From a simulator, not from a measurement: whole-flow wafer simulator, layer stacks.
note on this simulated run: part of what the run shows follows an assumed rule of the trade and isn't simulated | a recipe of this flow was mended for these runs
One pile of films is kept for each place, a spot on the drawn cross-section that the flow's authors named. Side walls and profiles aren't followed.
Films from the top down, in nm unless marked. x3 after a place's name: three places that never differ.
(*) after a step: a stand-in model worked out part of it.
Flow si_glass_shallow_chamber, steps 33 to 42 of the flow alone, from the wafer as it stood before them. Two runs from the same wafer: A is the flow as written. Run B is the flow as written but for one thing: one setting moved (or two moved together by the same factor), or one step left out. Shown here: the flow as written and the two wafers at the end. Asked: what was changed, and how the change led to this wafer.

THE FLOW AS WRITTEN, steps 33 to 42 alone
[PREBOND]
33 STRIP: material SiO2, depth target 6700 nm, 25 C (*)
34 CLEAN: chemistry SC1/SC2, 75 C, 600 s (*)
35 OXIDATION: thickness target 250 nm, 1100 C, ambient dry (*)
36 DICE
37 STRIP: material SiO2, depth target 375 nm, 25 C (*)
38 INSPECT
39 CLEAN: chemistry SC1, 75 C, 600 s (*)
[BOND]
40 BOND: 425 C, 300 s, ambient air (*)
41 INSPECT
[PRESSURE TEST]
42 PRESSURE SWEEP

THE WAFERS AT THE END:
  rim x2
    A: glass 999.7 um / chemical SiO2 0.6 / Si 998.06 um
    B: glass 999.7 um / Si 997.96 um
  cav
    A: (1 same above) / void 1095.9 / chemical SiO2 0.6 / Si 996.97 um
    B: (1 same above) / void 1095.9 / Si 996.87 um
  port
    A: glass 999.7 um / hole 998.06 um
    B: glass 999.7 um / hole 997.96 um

The cause: step 35, OXIDATION: thickness target 490.6 nm was run, where the flow has thickness target 250 nm.

How the change led to this, step by step:
  35 OXIDATION: thickness target 250 nm, 1100 C, ambient dry (*)
      rim x2, cav, septum, ring: A SiO2 +250 (new film), chemical SiO2 -0.6 (all of it), Si -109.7 | B SiO2 +490.6 (new film), chemical SiO2 -0.6 (all of it), Si -215.6
  37 STRIP: material SiO2, depth target 375 nm, 25 C (*)
      rim x2, cav, septum, ring: A SiO2 -250 (all of it) | B SiO2 -487.5
  39 CLEAN: chemistry SC1, 75 C, 600 s (*)
      rim x2, cav, septum, ring: A chemical SiO2 +0.6 (new film), Si -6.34 | B SiO2 -3.1 (all of it)
  40 BOND: 425 C, 300 s, ambient air (*)
      port: A glass +999.7 um (new film), hole +1017.3 | B glass +999.7 um (new film), hole +917.1
